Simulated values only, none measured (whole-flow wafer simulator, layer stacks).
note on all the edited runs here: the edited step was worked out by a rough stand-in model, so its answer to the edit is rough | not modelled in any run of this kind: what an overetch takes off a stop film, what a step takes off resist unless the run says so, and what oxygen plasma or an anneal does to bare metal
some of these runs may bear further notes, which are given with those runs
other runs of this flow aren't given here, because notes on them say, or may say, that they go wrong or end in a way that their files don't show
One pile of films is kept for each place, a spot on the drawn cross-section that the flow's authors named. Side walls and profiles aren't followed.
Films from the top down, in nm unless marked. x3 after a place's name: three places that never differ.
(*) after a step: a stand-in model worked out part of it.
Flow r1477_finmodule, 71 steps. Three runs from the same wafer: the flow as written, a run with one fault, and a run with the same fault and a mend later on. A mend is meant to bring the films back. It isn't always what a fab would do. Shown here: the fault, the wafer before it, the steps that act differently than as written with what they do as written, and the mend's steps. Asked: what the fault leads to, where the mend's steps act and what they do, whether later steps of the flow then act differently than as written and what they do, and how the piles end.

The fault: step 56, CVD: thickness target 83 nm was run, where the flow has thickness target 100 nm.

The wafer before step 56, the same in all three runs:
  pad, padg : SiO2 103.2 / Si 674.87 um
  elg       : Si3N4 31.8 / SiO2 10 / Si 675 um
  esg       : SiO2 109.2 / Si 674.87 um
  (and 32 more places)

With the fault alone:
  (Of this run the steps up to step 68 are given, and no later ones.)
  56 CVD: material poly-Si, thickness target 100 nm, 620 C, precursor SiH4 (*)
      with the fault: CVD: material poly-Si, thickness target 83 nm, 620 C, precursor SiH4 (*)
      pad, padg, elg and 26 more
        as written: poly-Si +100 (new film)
        with the fault: poly-Si +83 (new film)
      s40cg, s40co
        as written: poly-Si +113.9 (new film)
        with the fault: poly-Si +96.5 (new film)
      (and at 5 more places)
  Later steps of the flow that act differently than as written (2 more steps differ only slightly, by at most 2% or 0.5 nm, whichever is larger, and aren't shown):
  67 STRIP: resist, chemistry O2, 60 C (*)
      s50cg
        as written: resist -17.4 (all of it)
        with the fault: resist -18 (all of it)
  After step 68 the piles differ from the flow's by more than 2% or 0.5 nm, whichever is larger, at pad, padg, elg and 33 more.
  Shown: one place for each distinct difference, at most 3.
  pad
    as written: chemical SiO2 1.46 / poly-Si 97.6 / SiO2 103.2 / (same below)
    with the fault: chemical SiO2 1.46 / poly-Si 80.6 / SiO2 103.2 / (same below)
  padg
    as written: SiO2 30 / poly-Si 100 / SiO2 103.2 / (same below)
    with the fault: SiO2 30 / poly-Si 83 / SiO2 103.2 / (same below)
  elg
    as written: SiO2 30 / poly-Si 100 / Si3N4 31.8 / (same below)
    with the fault: SiO2 30 / poly-Si 83 / Si3N4 31.8 / (same below)

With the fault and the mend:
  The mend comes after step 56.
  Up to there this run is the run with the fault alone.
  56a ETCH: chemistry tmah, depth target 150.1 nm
      pad, padg, elg and 26 more
        poly-Si -83 (all of it)
      s40cg, s40co
        poly-Si -96.5 (all of it)
      s45cg, s45co
        poly-Si -95.8 (all of it)
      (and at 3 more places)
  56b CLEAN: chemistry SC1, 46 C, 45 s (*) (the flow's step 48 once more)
      s40sg_line, s45sg_line, s50sg_line, s40so_line, s45so_line, s50so_line
        SiO2 -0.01
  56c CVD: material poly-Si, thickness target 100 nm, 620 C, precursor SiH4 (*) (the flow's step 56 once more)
      pad, padg, elg and 26 more
        poly-Si +100 (new film)
      s40cg, s40co
        poly-Si +113.9 (new film)
      s45cg, s45co
        poly-Si +113.4 (new film)
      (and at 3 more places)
  No later step of the flow acts differently than as written, at any place that is followed, by more than 2% or 0.5 nm, whichever is larger.
  At the end the piles differ from the flow's only slightly at the places that both follow, by at most 2% or 0.5 nm, whichever is larger.
